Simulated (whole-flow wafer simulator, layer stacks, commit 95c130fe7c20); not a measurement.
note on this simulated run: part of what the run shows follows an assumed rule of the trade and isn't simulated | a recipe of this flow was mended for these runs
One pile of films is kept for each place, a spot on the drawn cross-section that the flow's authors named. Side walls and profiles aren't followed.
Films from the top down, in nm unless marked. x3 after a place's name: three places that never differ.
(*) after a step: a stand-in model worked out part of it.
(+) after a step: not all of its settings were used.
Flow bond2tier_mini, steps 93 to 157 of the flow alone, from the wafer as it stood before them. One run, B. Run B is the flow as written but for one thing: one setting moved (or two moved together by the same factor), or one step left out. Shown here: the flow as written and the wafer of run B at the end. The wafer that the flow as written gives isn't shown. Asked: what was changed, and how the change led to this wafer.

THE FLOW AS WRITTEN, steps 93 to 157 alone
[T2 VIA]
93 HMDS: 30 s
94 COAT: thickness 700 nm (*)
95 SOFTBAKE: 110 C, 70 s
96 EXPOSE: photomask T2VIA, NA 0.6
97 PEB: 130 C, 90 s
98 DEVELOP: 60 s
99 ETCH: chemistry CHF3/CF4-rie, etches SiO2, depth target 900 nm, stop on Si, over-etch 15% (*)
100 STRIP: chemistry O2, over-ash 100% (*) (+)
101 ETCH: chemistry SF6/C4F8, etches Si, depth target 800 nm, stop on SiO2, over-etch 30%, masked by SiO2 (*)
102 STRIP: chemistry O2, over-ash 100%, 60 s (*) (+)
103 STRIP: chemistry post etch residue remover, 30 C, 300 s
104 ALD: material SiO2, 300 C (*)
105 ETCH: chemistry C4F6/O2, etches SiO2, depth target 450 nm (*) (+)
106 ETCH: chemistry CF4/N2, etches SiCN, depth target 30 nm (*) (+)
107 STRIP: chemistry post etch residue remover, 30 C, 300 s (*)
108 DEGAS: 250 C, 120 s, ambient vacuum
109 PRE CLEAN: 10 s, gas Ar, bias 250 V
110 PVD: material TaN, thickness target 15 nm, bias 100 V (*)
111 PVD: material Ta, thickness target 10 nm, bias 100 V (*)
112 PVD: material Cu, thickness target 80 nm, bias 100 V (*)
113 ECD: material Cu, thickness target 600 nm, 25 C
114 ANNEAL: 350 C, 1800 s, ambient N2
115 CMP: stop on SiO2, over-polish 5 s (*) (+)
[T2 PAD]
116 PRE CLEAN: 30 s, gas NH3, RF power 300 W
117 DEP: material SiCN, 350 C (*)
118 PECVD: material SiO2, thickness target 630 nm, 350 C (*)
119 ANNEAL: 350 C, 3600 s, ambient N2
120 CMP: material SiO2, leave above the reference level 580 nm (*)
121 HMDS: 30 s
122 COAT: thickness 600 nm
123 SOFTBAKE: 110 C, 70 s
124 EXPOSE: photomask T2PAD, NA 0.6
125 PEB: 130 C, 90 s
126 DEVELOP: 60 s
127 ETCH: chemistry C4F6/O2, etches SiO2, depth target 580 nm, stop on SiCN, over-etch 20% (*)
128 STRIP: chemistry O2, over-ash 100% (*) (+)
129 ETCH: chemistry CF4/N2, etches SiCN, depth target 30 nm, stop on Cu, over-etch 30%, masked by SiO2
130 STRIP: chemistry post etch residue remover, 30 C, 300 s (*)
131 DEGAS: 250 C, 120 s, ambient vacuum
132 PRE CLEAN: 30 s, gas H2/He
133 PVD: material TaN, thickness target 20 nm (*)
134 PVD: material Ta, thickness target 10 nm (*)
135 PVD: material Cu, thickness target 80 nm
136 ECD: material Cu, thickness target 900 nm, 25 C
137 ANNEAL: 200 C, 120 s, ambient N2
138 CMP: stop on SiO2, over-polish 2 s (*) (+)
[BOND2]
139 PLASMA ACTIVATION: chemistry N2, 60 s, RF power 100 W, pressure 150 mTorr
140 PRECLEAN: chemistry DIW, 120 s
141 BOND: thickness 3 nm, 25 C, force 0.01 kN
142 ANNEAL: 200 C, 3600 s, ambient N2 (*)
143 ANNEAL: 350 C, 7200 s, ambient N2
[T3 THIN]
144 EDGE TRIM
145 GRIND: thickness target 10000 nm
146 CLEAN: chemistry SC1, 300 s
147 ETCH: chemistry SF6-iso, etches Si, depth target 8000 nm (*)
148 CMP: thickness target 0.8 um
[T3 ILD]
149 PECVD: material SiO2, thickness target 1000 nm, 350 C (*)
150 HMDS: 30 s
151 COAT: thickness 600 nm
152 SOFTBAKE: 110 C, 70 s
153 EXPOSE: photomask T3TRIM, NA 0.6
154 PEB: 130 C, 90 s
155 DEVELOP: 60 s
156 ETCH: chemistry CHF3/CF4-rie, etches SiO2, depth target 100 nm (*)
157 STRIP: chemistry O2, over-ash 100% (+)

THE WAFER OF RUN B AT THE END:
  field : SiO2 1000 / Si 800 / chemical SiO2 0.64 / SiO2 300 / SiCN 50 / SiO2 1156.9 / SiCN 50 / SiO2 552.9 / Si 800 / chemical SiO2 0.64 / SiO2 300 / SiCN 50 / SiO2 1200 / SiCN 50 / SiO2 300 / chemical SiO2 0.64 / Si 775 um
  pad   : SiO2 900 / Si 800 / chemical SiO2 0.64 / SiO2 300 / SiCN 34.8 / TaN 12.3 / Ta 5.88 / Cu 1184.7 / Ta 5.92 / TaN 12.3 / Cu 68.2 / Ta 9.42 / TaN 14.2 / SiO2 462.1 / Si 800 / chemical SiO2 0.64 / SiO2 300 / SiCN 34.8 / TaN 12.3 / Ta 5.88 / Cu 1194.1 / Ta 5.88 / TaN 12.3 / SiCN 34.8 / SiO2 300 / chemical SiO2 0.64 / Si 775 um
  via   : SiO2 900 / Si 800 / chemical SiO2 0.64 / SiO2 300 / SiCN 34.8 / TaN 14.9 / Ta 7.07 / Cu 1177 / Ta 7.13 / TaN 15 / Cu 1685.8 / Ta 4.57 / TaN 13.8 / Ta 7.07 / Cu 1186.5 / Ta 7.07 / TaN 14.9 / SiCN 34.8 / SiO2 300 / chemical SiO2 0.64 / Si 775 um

The cause: step 106, ETCH: depth target 37 nm was run, where the flow has depth target 30 nm.

How the change led to this, step by step:
  106 ETCH: chemistry CF4/N2, etches SiCN, depth target 30 nm (*) (+)
      field, pad: SiO2 -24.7 (as written it would be: SiO2 -20)
      via: SiCN -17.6 (all of it), TaN -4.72 (as written it would be: SiCN -17.6 (all of it), TaN -3.01)
